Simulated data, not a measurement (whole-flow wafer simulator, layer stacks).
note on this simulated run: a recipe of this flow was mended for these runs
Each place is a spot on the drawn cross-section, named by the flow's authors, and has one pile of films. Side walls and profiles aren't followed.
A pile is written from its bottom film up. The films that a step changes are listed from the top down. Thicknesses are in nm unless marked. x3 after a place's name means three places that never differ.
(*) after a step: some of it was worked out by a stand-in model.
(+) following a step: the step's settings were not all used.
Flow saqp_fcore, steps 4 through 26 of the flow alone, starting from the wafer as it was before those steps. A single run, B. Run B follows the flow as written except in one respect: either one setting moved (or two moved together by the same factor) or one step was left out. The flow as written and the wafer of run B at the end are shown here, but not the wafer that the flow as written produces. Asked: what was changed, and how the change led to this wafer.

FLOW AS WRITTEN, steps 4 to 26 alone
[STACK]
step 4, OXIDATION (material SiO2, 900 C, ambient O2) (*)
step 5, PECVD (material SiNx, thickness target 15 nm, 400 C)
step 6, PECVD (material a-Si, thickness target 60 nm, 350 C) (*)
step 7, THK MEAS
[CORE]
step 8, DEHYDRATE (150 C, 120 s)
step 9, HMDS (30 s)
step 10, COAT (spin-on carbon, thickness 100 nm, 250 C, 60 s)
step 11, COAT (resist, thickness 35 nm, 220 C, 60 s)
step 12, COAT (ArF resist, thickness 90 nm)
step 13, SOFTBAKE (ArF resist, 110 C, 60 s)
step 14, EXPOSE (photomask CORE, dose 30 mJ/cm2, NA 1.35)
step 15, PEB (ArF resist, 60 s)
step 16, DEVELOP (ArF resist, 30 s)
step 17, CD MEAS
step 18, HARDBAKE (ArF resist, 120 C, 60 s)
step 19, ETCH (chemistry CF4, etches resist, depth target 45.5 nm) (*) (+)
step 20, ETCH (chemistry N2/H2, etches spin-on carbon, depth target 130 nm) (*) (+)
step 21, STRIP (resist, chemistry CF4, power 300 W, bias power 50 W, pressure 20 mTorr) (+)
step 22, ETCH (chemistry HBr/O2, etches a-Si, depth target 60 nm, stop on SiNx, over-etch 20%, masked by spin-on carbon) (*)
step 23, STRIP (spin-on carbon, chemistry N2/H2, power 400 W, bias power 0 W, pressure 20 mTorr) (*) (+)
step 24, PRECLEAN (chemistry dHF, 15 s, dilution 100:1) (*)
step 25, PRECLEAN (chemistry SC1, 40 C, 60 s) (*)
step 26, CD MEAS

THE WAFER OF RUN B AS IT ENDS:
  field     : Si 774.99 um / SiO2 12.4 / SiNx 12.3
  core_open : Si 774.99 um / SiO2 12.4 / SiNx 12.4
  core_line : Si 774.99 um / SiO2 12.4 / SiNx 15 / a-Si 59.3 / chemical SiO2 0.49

The reason: step 4, OXIDATION: 923 C was run, while the flow as written has 900 C.

The path from the change to this, step by step:
  step 4, OXIDATION (material SiO2, 900 C, ambient O2) (*)
      field, core_open, core_line: +12.4 SiO2 (new film), -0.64 chemical SiO2 (all of it), -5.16 Si (as written it would have been: +10 SiO2 (new film), -0.64 chemical SiO2 (all of it), -4.12 Si)
